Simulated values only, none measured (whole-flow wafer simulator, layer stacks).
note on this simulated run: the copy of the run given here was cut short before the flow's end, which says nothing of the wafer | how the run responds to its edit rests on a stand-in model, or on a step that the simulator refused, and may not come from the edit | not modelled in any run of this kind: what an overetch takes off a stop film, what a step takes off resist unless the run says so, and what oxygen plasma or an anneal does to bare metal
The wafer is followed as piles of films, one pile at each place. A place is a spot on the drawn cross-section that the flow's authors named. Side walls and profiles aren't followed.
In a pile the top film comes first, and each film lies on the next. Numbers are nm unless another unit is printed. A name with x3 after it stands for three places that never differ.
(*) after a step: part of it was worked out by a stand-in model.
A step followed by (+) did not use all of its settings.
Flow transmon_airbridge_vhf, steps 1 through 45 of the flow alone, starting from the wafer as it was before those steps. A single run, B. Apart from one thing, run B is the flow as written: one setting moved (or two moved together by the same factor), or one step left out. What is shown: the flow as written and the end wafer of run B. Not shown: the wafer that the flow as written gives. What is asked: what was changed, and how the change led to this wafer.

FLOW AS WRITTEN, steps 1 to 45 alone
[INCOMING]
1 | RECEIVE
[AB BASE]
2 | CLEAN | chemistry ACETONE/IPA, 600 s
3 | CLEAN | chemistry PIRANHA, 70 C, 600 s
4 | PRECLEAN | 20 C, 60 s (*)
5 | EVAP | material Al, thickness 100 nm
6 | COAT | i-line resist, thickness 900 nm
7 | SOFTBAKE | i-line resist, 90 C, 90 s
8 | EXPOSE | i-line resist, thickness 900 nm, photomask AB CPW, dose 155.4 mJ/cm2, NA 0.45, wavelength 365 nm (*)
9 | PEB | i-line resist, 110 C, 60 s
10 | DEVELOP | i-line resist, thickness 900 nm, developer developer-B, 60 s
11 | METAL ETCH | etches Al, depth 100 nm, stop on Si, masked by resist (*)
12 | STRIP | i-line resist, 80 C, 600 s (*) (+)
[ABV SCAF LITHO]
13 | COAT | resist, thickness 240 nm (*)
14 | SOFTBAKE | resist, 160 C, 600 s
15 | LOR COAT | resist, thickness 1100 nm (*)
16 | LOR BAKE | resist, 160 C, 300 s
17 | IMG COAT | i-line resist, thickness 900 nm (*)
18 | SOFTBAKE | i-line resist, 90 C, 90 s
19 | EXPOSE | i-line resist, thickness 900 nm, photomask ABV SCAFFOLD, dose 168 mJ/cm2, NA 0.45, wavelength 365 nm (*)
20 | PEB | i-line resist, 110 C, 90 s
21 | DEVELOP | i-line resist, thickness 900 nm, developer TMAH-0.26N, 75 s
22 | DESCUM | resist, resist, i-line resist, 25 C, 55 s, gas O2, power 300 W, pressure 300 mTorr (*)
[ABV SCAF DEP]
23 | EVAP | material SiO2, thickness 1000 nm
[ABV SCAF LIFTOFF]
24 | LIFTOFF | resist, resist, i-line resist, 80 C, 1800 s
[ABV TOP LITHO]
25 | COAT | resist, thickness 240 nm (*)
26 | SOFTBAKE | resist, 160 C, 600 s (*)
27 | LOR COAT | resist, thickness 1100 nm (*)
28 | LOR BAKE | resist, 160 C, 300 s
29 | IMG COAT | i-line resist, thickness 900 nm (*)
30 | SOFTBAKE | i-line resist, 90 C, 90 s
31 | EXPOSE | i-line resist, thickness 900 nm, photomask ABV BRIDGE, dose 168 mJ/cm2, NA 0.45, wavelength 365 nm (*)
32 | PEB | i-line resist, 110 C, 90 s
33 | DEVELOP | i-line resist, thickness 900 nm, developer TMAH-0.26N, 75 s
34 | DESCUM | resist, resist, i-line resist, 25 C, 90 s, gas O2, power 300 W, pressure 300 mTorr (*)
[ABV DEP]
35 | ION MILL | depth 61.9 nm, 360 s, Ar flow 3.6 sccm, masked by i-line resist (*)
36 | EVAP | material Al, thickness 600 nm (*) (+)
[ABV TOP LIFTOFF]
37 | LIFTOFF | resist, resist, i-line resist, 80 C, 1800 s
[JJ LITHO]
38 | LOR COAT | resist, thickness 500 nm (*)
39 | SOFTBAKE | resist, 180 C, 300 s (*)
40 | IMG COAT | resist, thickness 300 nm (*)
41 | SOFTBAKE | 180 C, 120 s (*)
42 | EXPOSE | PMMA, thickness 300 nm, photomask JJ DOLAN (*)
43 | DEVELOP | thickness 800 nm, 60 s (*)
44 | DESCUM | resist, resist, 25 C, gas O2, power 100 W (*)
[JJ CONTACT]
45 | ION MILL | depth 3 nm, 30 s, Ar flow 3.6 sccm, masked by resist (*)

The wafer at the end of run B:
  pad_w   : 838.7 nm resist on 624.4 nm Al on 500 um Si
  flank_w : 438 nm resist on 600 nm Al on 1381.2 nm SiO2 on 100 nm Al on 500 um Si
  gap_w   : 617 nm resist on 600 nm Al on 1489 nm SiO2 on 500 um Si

What caused this: step 23, EVAP: thickness 1525 nm was run, while the flow as written has thickness 1000 nm.

Step by step, how the change led to this:
  23 | EVAP | material SiO2, thickness 1000 nm
      field x3, jj_line, ground_far and 10 more: SiO2 gains 1525 (new film) (in the flow as written it would be: SiO2 gains 1000 (new film))
      flank_w, flank_e: SiO2 gains 1417.2 (new film) (in the flow as written it would be: SiO2 gains 929.3 (new film))
  24 | LIFTOFF | resist, resist, i-line resist, 80 C, 1800 s
      field x3, jj_line, trace_open_s x2: SiO2 loses 1525 (all of it), i-line resist loses 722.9 (all of it), resist loses 1340 (all of it) (in the flow as written it would be: SiO2 loses 1000 (all of it), i-line resist loses 722.9 (all of it), resist loses 1340 (all of it))
      pad_w, pad_e: SiO2 loses 1525 (all of it), i-line resist loses 718 (all of it), resist loses 1330.2 (all of it) (in the flow as written it would be: SiO2 loses 1000 (all of it), i-line resist loses 718 (all of it), resist loses 1330.2 (all of it))
      (and at 1 other place as well)
  25 | COAT | resist, thickness 240 nm (*)
      flank_w, flank_e: resist gains 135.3 (new film) (in the flow as written it would be: resist gains 152.6 (new film))
      gap_w, gap_e: resist gains 188.9 (new film) (in the flow as written it would be: resist gains 210.7 (new film))
      (and at 6 other places as well)
  27 | LOR COAT | resist, thickness 1100 nm (*)
      gap_w, gap_e: resist gains 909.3 (in the flow as written it would be: resist gains 977.8)
      margin_s, margin_n: resist gains 711.9 (in the flow as written it would be: resist gains 823.4)
      (and at 6 other places as well)
  29 | IMG COAT | i-line resist, thickness 900 nm (*)
      gap_w, gap_e: i-line resist gains 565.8 (new film) (in the flow as written it would be: i-line resist gains 681.7 (new film))
      margin_s, margin_n: i-line resist gains 439.5 (new film) (in the flow as written it would be: i-line resist gains 603.2 (new film))
      (and at 7 other places as well)
  32 | PEB | i-line resist, 110 C, 90 s
      pad_w, pad_e: i-line resist loses 53.5 (in the flow as written it would be: i-line resist loses 51)
      flank_w, flank_e: i-line resist loses 32.8 (in the flow as written it would be: i-line resist loses 38.3)
      (and at 7 other places as well)
  33 | DEVELOP | i-line resist, thickness 900 nm, developer TMAH-0.26N, 75 s
      gap_w, gap_e: i-line resist loses 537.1 (all of it), resist loses 909.3 (in the flow as written it would be: i-line resist loses 646.9 (all of it), resist loses 977.8)
      pad_w: i-line resist loses 981.5 (all of it), resist loses 1329.6 (in the flow as written it would be: i-line resist loses 937.2 (all of it), resist loses 1247.8)
      (and at 5 other places as well)
  34 | DESCUM | resist, resist, i-line resist, 25 C, 90 s, gas O2, power 300 W, pressure 300 mTorr (*)
      flank_w, flank_e: resist loses 135.3 (all of it) (in the flow as written it would be: resist loses 152.6 (all of it))
      gap_w, gap_e: resist loses 188.9 (all of it) (in the flow as written it would be: resist loses 210.7 (all of it))
      (and at 4 other places as well)
  37 | LIFTOFF | resist, resist, i-line resist, 80 C, 1800 s
      margin_s, margin_n: Al loses 600 (all of it), i-line resist loses 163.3 (all of it), resist loses 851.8 (all of it) (in the flow as written it would be: Al loses 600 (all of it), i-line resist loses 318.3 (all of it), resist loses 992 (all of it))
      ground_far: Al loses 600 (all of it), i-line resist loses 782.9 (all of it), resist loses 1398.4 (all of it) (in the flow as written it would be: Al loses 600 (all of it), i-line resist loses 717.9 (all of it), resist loses 1384.9 (all of it))
  38 | LOR COAT | resist, thickness 500 nm (*)
      pad_w, pad_e: resist gains 551.7 (new film) (in the flow as written it would be: resist gains 517 (new film))
      flank_w, flank_e: resist gains 273 (new film) (in the flow as written it would be: resist gains 306.5 (new film))
      (and at 6 other places as well)
  40 | IMG COAT | resist, thickness 300 nm (*)
      pad_w, pad_e: resist gains 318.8 (in the flow as written it would be: resist gains 300.1)
      flank_w, flank_e: resist gains 196.7 (in the flow as written it would be: resist gains 212.1)
      (and at 6 other places as well)
